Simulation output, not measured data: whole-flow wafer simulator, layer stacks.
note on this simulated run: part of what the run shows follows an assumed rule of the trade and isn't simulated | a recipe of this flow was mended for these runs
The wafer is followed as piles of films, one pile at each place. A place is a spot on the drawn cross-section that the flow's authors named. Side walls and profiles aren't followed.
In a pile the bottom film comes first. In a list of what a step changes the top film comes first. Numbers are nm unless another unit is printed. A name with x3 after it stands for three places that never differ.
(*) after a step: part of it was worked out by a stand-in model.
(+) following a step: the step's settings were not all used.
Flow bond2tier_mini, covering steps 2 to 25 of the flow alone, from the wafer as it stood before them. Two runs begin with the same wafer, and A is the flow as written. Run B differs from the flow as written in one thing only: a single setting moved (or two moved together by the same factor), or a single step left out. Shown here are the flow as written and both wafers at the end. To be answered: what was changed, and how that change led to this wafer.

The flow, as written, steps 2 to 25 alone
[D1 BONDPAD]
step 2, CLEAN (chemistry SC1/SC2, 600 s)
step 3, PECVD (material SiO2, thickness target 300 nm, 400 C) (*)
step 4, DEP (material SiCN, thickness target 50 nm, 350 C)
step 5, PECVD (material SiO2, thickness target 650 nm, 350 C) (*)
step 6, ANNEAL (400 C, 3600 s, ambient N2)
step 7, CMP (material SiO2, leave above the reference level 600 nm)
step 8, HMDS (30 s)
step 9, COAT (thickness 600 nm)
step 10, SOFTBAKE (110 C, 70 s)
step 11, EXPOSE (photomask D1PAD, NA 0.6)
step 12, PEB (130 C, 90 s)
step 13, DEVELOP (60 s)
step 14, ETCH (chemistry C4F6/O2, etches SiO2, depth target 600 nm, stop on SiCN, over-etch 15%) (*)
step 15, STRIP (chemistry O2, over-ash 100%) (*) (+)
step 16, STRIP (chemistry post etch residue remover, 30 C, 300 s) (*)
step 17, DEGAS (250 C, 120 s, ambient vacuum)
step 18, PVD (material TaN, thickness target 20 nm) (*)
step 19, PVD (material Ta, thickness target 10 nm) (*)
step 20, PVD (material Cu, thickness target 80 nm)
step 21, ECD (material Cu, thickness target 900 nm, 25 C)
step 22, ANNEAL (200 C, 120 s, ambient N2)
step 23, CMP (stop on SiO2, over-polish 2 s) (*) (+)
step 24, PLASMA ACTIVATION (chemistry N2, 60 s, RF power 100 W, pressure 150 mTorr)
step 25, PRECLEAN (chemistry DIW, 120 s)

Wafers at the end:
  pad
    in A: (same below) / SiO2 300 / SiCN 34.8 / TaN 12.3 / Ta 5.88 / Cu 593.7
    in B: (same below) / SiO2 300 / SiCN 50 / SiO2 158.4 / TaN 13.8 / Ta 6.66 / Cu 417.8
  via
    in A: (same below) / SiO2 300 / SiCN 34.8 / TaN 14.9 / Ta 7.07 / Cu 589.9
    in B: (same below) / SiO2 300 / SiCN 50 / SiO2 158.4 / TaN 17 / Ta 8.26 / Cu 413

The reason: step 14, ETCH: depth target 384 nm was run, whereas the flow has depth target 600 nm.

How this came from the change, step by step:
  step 14, ETCH (chemistry C4F6/O2, etches SiO2, depth target 600 nm, stop on SiCN, over-etch 15%) (*)
      pad, via: A SiO2 loses 600 (all of it), SiCN loses 15.2 | B SiO2 loses 441.6
      field: A thick-KrF-resist loses 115 | B thick-KrF-resist loses 73.6
  step 15, STRIP (chemistry O2, over-ash 100%) (*) (+)
      field: A thick-KrF-resist loses 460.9 (all of it) | B thick-KrF-resist loses 502.3 (all of it)
  step 18, PVD (material TaN, thickness target 20 nm) (*)
      pad: A TaN gains 12.3 (new film) | B TaN gains 13.8 (new film)
      via: A TaN gains 14.9 (new film) | B TaN gains 17 (new film)
  step 19, PVD (material Ta, thickness target 10 nm) (*)
      pad: A Ta gains 5.88 (new film) | B Ta gains 6.66 (new film)
      via: A Ta gains 7.07 (new film) | B Ta gains 8.26 (new film)
  step 20, PVD (material Cu, thickness target 80 nm)
      pad: A Cu gains 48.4 (new film) | B Cu gains 54.5 (new film)
      via: A Cu gains 59 (new film) | B Cu gains 67.8 (new film)
  step 21, ECD (material Cu, thickness target 900 nm, 25 C)
      pad: A Cu gains 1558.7 | B Cu gains 1376.7
      via: A Cu gains 1544.3 | B Cu gains 1358.5
